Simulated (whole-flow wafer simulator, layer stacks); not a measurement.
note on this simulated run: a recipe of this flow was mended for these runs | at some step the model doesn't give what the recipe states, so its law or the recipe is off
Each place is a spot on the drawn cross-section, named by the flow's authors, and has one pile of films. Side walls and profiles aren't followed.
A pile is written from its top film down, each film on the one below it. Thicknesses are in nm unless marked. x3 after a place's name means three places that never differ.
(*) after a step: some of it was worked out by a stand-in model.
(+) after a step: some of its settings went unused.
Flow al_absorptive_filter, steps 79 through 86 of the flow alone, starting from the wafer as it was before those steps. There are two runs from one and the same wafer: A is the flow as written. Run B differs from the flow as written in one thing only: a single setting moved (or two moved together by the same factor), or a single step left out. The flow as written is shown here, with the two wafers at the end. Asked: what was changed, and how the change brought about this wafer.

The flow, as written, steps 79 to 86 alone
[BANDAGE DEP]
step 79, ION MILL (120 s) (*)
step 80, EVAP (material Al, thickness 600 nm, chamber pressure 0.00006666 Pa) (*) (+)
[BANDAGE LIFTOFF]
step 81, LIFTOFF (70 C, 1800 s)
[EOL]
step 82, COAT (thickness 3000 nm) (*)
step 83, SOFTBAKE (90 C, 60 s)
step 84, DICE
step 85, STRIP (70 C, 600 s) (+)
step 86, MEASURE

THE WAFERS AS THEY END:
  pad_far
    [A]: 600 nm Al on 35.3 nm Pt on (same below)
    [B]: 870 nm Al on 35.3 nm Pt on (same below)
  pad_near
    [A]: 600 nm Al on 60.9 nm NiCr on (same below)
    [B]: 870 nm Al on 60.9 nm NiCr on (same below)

Cause: step 80, EVAP: thickness 870 nm was run, though the flow has thickness 600 nm.
The wafer itself shows it: pad_far has Al 870, and step 80 as written asks for 600 nm.

How this came from the change, step by step:
  step 80, EVAP (material Al, thickness 600 nm, chamber pressure 0.00006666 Pa) (*) (+)
      gnd, pad_far, pad_near and 11 more: A +600 Al (new film) | B +870 Al (new film)
  step 81, LIFTOFF (70 C, 1800 s)
      xa_field, xl_land, idc_field: A -600 Al (all of it), -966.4 i-line-resist (all of it), -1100 lift-off-underlayer (all of it), -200 acrylic-e-beam-resist (all of it) | B -870 Al (all of it), -966.4 i-line-resist (all of it), -1100 lift-off-underlayer (all of it), -200 acrylic-e-beam-resist (all of it)
      gnd: A -600 Al (all of it), -968.3 i-line-resist (all of it), -1103.3 lift-off-underlayer (all of it), -200.9 acrylic-e-beam-resist (all of it) | B -870 Al (all of it), -968.3 i-line-resist (all of it), -1103.3 lift-off-underlayer (all of it), -200.9 acrylic-e-beam-resist (all of it)
      (as well as at 8 more places)
  step 82, COAT (thickness 3000 nm) (*)
      pad_far: A +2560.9 i-line-resist (new film) | B +2367.8 i-line-resist (new film)
      pad_near: A +2480.3 i-line-resist (new film) | B +2284.6 i-line-resist (new film)
  step 83, SOFTBAKE (90 C, 60 s)
      gnd: A +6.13 i-line-resist | B +9.28 i-line-resist
      pad_far: A -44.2 i-line-resist | B -65.8 i-line-resist
      (as well as at 3 more places)
  step 85, STRIP (70 C, 600 s) (+)
      pad_far: A -2516.7 i-line-resist (all of it) | B -2302 i-line-resist (all of it)
      pad_near: A -2439.3 i-line-resist (all of it) | B -2223.5 i-line-resist (all of it)
